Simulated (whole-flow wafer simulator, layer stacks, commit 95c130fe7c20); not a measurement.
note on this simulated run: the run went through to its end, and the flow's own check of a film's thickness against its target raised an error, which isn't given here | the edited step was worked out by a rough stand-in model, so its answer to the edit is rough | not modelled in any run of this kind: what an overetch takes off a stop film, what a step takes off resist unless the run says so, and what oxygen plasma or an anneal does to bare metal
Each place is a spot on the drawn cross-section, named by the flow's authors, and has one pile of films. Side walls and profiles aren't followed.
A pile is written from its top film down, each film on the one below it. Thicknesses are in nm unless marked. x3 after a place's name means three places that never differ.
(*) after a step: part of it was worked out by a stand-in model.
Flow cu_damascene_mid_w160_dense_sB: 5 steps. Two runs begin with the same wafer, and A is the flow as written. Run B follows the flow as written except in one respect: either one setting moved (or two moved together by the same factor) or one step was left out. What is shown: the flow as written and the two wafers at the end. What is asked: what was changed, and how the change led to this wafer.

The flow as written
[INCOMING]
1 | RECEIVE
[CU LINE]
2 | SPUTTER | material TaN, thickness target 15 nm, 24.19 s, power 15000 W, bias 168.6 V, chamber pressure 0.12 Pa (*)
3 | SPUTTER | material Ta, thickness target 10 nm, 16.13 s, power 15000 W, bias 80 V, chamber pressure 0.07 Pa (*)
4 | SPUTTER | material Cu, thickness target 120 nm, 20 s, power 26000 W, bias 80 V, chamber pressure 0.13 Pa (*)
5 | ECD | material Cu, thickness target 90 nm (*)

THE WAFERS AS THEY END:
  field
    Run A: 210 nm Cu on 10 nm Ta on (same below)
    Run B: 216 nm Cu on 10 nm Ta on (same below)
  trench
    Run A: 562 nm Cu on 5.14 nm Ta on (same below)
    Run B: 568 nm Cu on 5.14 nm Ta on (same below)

Cause: step 4, SPUTTER: thickness target 126 nm was run, whereas the flow has thickness target 120 nm; step 4, SPUTTER: 21 s was run, where the flow has 20 s.

Step by step, how the change led to this:
  4 | SPUTTER | material Cu, thickness target 120 nm, 20 s, power 26000 W, bias 80 V, chamber pressure 0.13 Pa (*)
      field: A Cu gains 120 (new film) | B Cu gains 126 (new film)
      trench: A Cu gains 62 (new film) | B Cu gains 65.1 (new film)
